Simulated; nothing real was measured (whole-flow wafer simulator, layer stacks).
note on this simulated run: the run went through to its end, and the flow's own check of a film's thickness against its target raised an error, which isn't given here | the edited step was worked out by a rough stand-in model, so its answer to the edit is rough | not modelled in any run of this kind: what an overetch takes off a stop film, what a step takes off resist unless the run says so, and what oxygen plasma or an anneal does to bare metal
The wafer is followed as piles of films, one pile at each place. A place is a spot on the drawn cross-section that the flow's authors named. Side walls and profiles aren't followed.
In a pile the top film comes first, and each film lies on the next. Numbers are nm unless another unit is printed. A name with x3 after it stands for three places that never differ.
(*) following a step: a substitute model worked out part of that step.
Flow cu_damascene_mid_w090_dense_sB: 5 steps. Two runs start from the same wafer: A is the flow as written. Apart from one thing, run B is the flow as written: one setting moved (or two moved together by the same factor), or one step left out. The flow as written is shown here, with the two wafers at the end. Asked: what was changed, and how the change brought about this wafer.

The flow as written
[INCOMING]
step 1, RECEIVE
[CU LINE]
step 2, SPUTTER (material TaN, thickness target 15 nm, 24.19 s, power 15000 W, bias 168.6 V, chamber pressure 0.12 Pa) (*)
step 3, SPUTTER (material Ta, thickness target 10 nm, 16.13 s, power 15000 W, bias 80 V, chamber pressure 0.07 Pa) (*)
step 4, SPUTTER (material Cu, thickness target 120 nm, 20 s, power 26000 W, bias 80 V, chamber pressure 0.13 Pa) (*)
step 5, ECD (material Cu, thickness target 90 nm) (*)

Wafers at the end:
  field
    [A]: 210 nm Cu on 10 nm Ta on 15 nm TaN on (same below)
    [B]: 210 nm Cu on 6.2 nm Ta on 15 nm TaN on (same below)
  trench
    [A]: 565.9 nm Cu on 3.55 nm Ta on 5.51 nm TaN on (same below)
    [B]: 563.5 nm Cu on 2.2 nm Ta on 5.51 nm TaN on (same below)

Cause: step 3, SPUTTER: thickness target 6.2 nm was run, while the flow as written has thickness target 10 nm; step 3, SPUTTER: 10.08 s was run, where the flow has 16.13 s.
The wafer itself shows it: field has Ta 6.2, and step 3 as written asks for 10 nm.

The path from the change to this, step by step:
  step 3, SPUTTER (material Ta, thickness target 10 nm, 16.13 s, power 15000 W, bias 80 V, chamber pressure 0.07 Pa) (*)
      field: A Ta gains 10 (new film) | B Ta gains 6.2 (new film)
      trench: A Ta gains 3.55 (new film) | B Ta gains 2.2 (new film)
